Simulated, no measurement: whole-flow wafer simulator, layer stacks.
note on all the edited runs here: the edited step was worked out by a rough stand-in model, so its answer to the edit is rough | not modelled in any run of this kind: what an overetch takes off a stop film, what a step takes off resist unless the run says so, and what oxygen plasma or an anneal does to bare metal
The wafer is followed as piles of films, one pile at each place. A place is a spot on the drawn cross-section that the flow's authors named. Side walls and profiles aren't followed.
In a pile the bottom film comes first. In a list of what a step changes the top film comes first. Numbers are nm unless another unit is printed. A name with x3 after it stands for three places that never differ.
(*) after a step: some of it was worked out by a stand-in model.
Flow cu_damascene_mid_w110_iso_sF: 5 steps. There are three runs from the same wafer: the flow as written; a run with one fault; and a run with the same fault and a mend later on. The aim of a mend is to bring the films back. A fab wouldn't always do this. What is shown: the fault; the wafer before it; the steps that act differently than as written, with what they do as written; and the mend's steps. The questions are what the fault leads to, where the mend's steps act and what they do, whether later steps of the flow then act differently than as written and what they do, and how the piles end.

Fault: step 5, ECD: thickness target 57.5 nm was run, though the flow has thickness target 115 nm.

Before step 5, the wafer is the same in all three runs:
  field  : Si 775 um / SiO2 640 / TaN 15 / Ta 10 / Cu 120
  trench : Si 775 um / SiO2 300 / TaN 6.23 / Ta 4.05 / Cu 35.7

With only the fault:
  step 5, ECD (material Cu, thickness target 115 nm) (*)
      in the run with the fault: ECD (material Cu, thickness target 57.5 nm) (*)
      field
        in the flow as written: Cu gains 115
        in the run with the fault: Cu gains 57.5
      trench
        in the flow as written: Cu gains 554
        in the run with the fault: Cu gains 496.5
  Every later step of the flow that is run acts as written at every place that is followed.
  At field, trench, the piles at the end differ from the flow's by more than 2% or 0.5 nm, whichever is larger.
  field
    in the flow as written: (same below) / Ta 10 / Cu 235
    in the run with the fault: (same below) / Ta 10 / Cu 177.5
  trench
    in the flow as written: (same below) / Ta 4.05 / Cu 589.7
    in the run with the fault: (same below) / Ta 4.05 / Cu 532.2

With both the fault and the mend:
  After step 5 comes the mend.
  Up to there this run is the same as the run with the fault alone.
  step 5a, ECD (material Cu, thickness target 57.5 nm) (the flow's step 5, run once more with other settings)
      field, trench
        Cu gains 57.5
  Every later step of the flow that is run acts as written at every place that is followed.
  The piles end the same as the flow's at every place that both follow.
